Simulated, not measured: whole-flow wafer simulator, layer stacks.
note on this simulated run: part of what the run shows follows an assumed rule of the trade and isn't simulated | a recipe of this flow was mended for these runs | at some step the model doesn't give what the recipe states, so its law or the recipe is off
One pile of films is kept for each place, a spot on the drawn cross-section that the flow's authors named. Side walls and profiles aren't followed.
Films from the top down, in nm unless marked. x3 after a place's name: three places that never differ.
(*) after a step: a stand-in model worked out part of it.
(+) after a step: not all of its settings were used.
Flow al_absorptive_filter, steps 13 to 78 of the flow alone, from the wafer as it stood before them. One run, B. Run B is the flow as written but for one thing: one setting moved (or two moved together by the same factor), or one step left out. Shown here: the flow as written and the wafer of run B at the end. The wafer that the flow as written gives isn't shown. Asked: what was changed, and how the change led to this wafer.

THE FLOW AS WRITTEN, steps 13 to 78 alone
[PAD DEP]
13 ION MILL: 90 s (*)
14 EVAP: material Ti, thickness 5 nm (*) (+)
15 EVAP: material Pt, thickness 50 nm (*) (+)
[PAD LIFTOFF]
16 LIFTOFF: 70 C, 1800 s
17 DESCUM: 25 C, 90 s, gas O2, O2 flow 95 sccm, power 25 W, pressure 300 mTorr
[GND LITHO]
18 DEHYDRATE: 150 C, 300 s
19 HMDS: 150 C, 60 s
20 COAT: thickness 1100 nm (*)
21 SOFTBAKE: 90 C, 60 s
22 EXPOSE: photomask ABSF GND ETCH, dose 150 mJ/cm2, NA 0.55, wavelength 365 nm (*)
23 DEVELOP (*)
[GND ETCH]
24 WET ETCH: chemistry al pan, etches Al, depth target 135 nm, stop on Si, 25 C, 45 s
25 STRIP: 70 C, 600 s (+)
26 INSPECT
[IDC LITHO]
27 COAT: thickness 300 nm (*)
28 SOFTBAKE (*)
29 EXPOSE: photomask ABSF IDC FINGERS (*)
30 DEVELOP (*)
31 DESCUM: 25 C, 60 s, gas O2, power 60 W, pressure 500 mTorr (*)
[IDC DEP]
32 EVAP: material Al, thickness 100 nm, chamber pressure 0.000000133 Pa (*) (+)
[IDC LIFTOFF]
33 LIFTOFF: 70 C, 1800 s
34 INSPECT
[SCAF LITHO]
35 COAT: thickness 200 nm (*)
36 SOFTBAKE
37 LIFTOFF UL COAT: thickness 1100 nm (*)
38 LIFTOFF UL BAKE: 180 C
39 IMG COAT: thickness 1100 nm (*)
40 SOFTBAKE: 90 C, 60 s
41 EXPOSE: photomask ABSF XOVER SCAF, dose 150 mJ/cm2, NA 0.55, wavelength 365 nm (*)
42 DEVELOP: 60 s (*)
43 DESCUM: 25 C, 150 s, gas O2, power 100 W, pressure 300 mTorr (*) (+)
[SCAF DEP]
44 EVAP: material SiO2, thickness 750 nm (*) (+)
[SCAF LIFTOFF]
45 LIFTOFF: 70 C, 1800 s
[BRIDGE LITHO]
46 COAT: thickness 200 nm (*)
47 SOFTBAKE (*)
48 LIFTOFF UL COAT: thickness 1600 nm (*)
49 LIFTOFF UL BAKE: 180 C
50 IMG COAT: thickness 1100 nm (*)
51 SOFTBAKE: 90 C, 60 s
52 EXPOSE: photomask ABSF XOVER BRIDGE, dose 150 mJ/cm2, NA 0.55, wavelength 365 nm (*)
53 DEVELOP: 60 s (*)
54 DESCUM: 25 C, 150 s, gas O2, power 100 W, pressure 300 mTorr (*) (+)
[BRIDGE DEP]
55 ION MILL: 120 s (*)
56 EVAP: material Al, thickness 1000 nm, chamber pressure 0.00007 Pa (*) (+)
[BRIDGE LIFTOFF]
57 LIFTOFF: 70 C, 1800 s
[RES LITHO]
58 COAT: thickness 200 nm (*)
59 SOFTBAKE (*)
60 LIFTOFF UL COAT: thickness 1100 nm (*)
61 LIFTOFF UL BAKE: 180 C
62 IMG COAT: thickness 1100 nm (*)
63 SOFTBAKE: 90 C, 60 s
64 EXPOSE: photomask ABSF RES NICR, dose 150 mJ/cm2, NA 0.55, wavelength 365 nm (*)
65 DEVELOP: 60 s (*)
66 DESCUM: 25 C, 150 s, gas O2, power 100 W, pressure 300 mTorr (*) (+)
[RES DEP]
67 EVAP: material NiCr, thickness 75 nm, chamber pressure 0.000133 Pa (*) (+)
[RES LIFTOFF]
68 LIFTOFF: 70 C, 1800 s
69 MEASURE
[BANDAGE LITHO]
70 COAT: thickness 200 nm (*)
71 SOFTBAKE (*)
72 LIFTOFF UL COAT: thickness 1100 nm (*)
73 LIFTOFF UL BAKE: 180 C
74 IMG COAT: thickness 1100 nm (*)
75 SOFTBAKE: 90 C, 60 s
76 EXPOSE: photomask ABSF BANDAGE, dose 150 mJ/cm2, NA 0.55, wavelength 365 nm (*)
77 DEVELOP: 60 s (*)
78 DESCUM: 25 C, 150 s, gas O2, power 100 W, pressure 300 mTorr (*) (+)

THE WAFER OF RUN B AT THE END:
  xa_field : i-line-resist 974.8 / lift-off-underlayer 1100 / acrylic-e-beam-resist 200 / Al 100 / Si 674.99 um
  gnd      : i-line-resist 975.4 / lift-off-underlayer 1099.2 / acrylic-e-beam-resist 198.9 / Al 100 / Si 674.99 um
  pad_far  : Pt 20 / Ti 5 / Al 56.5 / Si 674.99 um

The cause: step 15, EVAP: thickness 20 nm was run, where the flow has thickness 50 nm.
It can be read off the wafer: pad_far has Pt 20, and step 15 as written asks for 50 nm.

How the change led to this, step by step:
  15 EVAP: material Pt, thickness 50 nm (*) (+)
      gnd, pad_far, pad_near and 11 more: Pt +20 (new film) (as written it would be: Pt +50 (new film))
  16 LIFTOFF: 70 C, 1800 s
      gnd, ledge, res and 9 more: Pt -20 (all of it), Ti -5 (all of it), i-line-resist -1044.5 (all of it), lift-off-underlayer -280 (all of it) (as written it would be: Pt -50 (all of it), Ti -5 (all of it), i-line-resist -1044.5 (all of it), lift-off-underlayer -280 (all of it))
  27 COAT: thickness 300 nm (*)
      pad_far: e-beam-resist +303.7 (new film) (as written it would be: e-beam-resist +296 (new film))
      pad_near: e-beam-resist +298 (new film) (as written it would be: e-beam-resist +288.3 (new film))
      (and at 1 more place)
  33 LIFTOFF: 70 C, 1800 s
      pad_far: Al -100 (all of it), e-beam-resist -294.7 (all of it) (as written it would be: Al -100 (all of it), e-beam-resist -287 (all of it))
      pad_near: Al -100 (all of it), e-beam-resist -289 (all of it) (as written it would be: Al -100 (all of it), e-beam-resist -279.3 (all of it))
      (and at 1 more place)
  35 COAT: thickness 200 nm (*)
      pad_near: acrylic-e-beam-resist +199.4 (new film) (as written it would be: acrylic-e-beam-resist +193.6 (new film))
      ledge: acrylic-e-beam-resist +159.5 (new film) (as written it would be: acrylic-e-beam-resist +169.8 (new film))
  45 LIFTOFF: 70 C, 1800 s
      pad_near: SiO2 -750 (all of it), i-line-resist -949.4 (all of it), lift-off-underlayer -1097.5 (all of it), acrylic-e-beam-resist -199.4 (all of it) (as written it would be: SiO2 -750 (all of it), i-line-resist -944.1 (all of it), lift-off-underlayer -1088 (all of it), acrylic-e-beam-resist -193.6 (all of it))
      ledge: SiO2 -750 (all of it), i-line-resist -954.3 (all of it), lift-off-underlayer -1113.5 (all of it), acrylic-e-beam-resist -159.5 (all of it) (as written it would be: SiO2 -750 (all of it), i-line-resist -952.1 (all of it), lift-off-underlayer -1114 (all of it), acrylic-e-beam-resist -169.8 (all of it))
  46 COAT: thickness 200 nm (*)
      pad_near: acrylic-e-beam-resist +199.4 (new film) (as written it would be: acrylic-e-beam-resist +193.6 (new film))
      ledge: acrylic-e-beam-resist +159.5 (new film) (as written it would be: acrylic-e-beam-resist +169.8 (new film))
  57 LIFTOFF: 70 C, 1800 s
      pad_near: Al -1000 (all of it), i-line-resist -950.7 (all of it), lift-off-underlayer -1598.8 (all of it), acrylic-e-beam-resist -199.4 (all of it) (as written it would be: Al -1000 (all of it), i-line-resist -946.7 (all of it), lift-off-underlayer -1587.9 (all of it), acrylic-e-beam-resist -193.6 (all of it))
      ledge: Al -1000 (all of it), i-line-resist -953.6 (all of it), lift-off-underlayer -1617 (all of it), acrylic-e-beam-resist -159.5 (all of it) (as written it would be: Al -1000 (all of it), i-line-resist -951.7 (all of it), lift-off-underlayer -1617.2 (all of it), acrylic-e-beam-resist -169.8 (all of it))
  58 COAT: thickness 200 nm (*)
      pad_near: acrylic-e-beam-resist +199.4 (new film) (as written it would be: acrylic-e-beam-resist +193.6 (new film))
      ledge: acrylic-e-beam-resist +159.5 (new film) (as written it would be: acrylic-e-beam-resist +169.8 (new film))
  66 DESCUM: 25 C, 150 s, gas O2, power 100 W, pressure 300 mTorr (*) (+)
      pad_near: acrylic-e-beam-resist -199.4 (all of it) (as written it would be: acrylic-e-beam-resist -193.6 (all of it))
      ledge: acrylic-e-beam-resist -159.5 (all of it) (as written it would be: acrylic-e-beam-resist -169.8 (all of it))
  70 COAT: thickness 200 nm (*)
      pad_near: acrylic-e-beam-resist +187 (new film) (as written it would be: acrylic-e-beam-resist +180.9 (new film))
      ledge: acrylic-e-beam-resist +158.1 (new film) (as written it would be: acrylic-e-beam-resist +167 (new film))
  78 DESCUM: 25 C, 150 s, gas O2, power 100 W, pressure 300 mTorr (*) (+)
      pad_near: acrylic-e-beam-resist -187 (all of it) (as written it would be: acrylic-e-beam-resist -180.9 (all of it))
